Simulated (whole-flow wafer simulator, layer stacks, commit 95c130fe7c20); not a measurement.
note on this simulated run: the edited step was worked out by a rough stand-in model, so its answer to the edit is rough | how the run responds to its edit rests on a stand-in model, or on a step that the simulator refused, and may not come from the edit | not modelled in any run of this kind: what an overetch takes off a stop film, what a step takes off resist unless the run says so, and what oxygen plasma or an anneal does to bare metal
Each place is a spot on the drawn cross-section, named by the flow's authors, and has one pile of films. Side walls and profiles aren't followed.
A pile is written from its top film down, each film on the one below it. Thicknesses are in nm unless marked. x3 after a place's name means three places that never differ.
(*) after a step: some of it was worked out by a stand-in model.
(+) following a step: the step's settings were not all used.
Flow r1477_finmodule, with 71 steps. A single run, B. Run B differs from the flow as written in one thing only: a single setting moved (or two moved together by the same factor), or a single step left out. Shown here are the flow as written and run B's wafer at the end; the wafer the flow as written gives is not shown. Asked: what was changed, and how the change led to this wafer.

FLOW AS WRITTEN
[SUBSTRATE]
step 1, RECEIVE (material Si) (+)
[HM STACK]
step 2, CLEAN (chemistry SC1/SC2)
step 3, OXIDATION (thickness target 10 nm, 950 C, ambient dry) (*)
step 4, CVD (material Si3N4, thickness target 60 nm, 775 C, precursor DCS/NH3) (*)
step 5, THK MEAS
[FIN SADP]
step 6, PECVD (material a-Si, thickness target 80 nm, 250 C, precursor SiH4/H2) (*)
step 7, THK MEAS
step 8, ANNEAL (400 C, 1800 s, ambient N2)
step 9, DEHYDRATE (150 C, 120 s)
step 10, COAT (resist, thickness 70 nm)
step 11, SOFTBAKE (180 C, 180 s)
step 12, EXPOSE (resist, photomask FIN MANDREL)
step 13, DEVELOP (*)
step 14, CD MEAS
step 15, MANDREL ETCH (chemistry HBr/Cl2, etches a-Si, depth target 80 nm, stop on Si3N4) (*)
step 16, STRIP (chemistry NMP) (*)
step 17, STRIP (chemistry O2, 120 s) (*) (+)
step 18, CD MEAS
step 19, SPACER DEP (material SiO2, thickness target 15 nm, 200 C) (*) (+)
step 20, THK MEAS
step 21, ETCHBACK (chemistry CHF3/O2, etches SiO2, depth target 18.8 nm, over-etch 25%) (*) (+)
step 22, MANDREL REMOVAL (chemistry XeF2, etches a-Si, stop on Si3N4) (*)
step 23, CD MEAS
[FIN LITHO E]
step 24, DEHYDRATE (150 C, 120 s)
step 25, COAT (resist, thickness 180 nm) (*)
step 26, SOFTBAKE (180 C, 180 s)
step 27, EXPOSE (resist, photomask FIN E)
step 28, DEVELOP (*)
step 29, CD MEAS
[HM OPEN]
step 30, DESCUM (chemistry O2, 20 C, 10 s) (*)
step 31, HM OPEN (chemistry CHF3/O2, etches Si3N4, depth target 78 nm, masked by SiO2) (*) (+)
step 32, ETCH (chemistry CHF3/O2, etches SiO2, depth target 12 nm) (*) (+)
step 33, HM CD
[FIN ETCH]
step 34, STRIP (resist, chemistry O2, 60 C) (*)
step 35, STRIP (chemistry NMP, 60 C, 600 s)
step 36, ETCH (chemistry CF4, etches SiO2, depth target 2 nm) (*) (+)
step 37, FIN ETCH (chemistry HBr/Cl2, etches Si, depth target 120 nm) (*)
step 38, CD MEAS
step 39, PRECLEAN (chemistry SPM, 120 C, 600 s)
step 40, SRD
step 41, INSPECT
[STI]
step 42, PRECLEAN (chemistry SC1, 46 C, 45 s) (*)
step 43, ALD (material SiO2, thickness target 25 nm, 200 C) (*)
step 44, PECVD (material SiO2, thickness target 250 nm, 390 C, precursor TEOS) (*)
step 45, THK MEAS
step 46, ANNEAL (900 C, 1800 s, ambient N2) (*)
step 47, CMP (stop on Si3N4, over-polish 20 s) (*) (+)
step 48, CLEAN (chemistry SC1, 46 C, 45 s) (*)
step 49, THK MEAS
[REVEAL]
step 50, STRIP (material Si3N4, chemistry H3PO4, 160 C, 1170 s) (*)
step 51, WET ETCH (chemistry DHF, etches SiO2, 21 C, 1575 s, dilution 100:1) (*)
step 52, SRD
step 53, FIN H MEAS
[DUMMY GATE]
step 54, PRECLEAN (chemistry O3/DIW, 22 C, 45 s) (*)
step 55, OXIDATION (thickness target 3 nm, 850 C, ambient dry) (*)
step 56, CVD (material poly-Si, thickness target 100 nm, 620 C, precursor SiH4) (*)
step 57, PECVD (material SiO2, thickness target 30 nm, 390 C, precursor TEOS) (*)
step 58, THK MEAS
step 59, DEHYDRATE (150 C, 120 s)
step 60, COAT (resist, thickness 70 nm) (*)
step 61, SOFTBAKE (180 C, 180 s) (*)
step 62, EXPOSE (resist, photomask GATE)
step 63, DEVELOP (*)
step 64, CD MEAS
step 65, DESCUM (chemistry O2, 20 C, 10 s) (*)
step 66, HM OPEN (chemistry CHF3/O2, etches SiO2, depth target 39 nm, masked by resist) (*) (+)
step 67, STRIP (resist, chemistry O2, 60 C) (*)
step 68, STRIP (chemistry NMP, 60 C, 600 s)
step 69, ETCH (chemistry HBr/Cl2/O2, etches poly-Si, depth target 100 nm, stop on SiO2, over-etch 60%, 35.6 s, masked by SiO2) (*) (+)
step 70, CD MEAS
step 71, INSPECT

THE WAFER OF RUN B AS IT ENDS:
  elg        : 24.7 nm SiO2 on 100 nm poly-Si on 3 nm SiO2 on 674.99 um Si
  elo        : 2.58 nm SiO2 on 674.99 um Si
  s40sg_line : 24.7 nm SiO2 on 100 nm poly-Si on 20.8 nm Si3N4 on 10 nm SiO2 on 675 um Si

What caused this: step 6, PECVD: thickness target 35.2 nm was run, while the flow as written has thickness target 80 nm.

How this came from the change, step by step:
  step 6, PECVD (material a-Si, thickness target 80 nm, 250 C, precursor SiH4/H2) (*)
      pad, padg, elg and 33 more: a-Si gains 35.2 (new film) (in the flow as written it would be: a-Si gains 80 (new film))
  step 15, MANDREL ETCH (chemistry HBr/Cl2, etches a-Si, depth target 80 nm, stop on Si3N4) (*)
      pad, padg, elg and 27 more: a-Si loses 35.2 (all of it) (in the flow as written it would be: a-Si loses 80 (all of it))
      s40cg, s45cg, s50cg, s40co, s45co, s50co: resist loses 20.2 (in the flow as written it would be: resist loses 30.7)
  step 16, STRIP (chemistry NMP) (*)
      s40cg, s45cg, s50cg, s40co, s45co, s50co: resist loses 49.8 (all of it) (in the flow as written it would be: resist loses 39.3 (all of it))
  step 21, ETCHBACK (chemistry CHF3/O2, etches SiO2, depth target 18.8 nm, over-etch 25%) (*) (+)
      s40sg_line, s45sg_line, s50sg_line, s40so_line, s45so_line, s50so_line: SiO2 gains 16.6 (in the flow as written it would be: SiO2 gains 61.4)
  step 22, MANDREL REMOVAL (chemistry XeF2, etches a-Si, stop on Si3N4) (*)
      s40cg, s45cg, s50cg, s40co, s45co, s50co: a-Si loses 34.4 (all of it) (in the flow as written it would be: a-Si loses 79.2 (all of it))
  step 25, COAT (resist, thickness 180 nm) (*)
      s40cg, s40co: resist gains 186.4 (new film) (in the flow as written it would be: resist gains 197.6 (new film))
      s40sg, s40so: resist gains 190 (new film) (in the flow as written it would be: resist gains 201.2 (new film))
      (also at 14 further places)
  step 28, DEVELOP (*)
      s40cg, s40co: resist loses 186.4 (all of it) (in the flow as written it would be: resist loses 197.6 (all of it))
      s40sg, s40so: resist loses 190 (all of it) (in the flow as written it would be: resist loses 201.2 (all of it))
      (also at 14 further places)
  step 31, HM OPEN (chemistry CHF3/O2, etches Si3N4, depth target 78 nm, masked by SiO2) (*) (+)
      s40sg_line, s45sg_line, s50sg_line, s40so_line, s45so_line, s50so_line: SiO2 loses 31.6 (all of it), Si3N4 loses 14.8 (in the flow as written it would be: SiO2 loses 39)
  step 32, ETCH (chemistry CHF3/O2, etches SiO2, depth target 12 nm) (*) (+)
      s40sg_line, s45sg_line, s50sg_line, s40so_line, s45so_line, s50so_line: Si3N4 loses 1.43 (in the flow as written it would be: SiO2 loses 12)
      pad, padg, e40sg and 11 more: Si loses 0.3 (in the flow as written it would be: Si loses 2.4)
      (also at 16 further places)
  step 34, STRIP (resist, chemistry O2, 60 C) (*)
      elg, e40lg, e100lg, e200lg, elo, e40lo, e100lo, e200lo: resist loses 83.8 (all of it) (in the flow as written it would be: resist loses 73.8 (all of it))
  step 36, ETCH (chemistry CF4, etches SiO2, depth target 2 nm) (*) (+)
      elg, e40lg, e100lg, e200lg, elo, e40lo, e100lo, e200lo: nothing (in the flow as written it would be: Si3N4 loses 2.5)
      s40sg_line, s45sg_line, s50sg_line, s40so_line, s45so_line, s50so_line: nothing (in the flow as written it would be: SiO2 loses 2)
  step 37, FIN ETCH (chemistry HBr/Cl2, etches Si, depth target 120 nm) (*)
      s40sg_line, s45sg_line, s50sg_line, s40so_line, s45so_line, s50so_line: Si3N4 loses 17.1 (in the flow as written it would be: SiO2 loses 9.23)
  step 43, ALD (material SiO2, thickness target 25 nm, 200 C) (*)
      s40sg_line, s45sg_line, s50sg_line, s40so_line, s45so_line, s50so_line: SiO2 gains 25 (new film) (in the flow as written it would be: SiO2 gains 25)
      s40cg, s45cg, s50cg, s40co, s45co, s50co: SiO2 gains 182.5 (new film) (in the flow as written it would be: SiO2 gains 232.1 (new film))
  step 47, CMP (stop on Si3N4, over-polish 20 s) (*) (+)
      elg, e40lg, e100lg, e200lg, elo, e40lo, e100lo, e200lo: SiO2 loses 263.8 (all of it), Si3N4 loses 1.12 (in the flow as written it would be: SiO2 loses 241.6)
      s40sg_line, s45sg_line, s50sg_line, s40so_line, s45so_line, s50so_line: SiO2 loses 252.3 (in the flow as written it would be: SiO2 loses 277.9 (all of it), Si3N4 loses 1.12)
      (also at 22 further places)
  step 50, STRIP (material Si3N4, chemistry H3PO4, 160 C, 1170 s) (*)
      elg, e40lg, e100lg, e200lg, elo, e40lo, e100lo, e200lo: Si3N4 loses 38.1 (all of it), SiO2 loses 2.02 (in the flow as written it would be: SiO2 loses 4.28)
      s40sg_line, s45sg_line, s50sg_line, s40so_line, s45so_line, s50so_line: SiO2 loses 4.28 (in the flow as written it would be: Si3N4 loses 58.9 (all of it), SiO2 loses 1.37)
  step 51, WET ETCH (chemistry DHF, etches SiO2, 21 C, 1575 s, dilution 100:1) (*)
      elg, e40lg, e100lg, e200lg, elo, e40lo, e100lo, e200lo: SiO2 loses 7.98 (all of it) (in the flow as written it would be: SiO2 loses 17.8 (all of it), Si3N4 loses 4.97)
      s40sg_line, s45sg_line, s50sg_line, s40so_line, s45so_line, s50so_line: SiO2 loses 7.19 (all of it), Si3N4 loses 5.83 (in the flow as written it would be: SiO2 loses 8.63 (all of it))
  ... 6 other steps ...
  step 69, ETCH (chemistry HBr/Cl2/O2, etches poly-Si, depth target 100 nm, stop on SiO2, over-etch 60%, 35.6 s, masked by SiO2) (*) (+)
      s40co: chemical SiO2 loses 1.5 (all of it), poly-Si loses 160 (in the flow as written it would be: chemical SiO2 loses 1.46 (all of it), poly-Si loses 111.5 (all of it), SiO2 loses 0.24)
      s45co: chemical SiO2 loses 1.5 (all of it), poly-Si loses 160 (in the flow as written it would be: chemical SiO2 loses 1.46 (all of it), poly-Si loses 110.9 (all of it), SiO2 loses 0.25)
      (also at 1 further place)
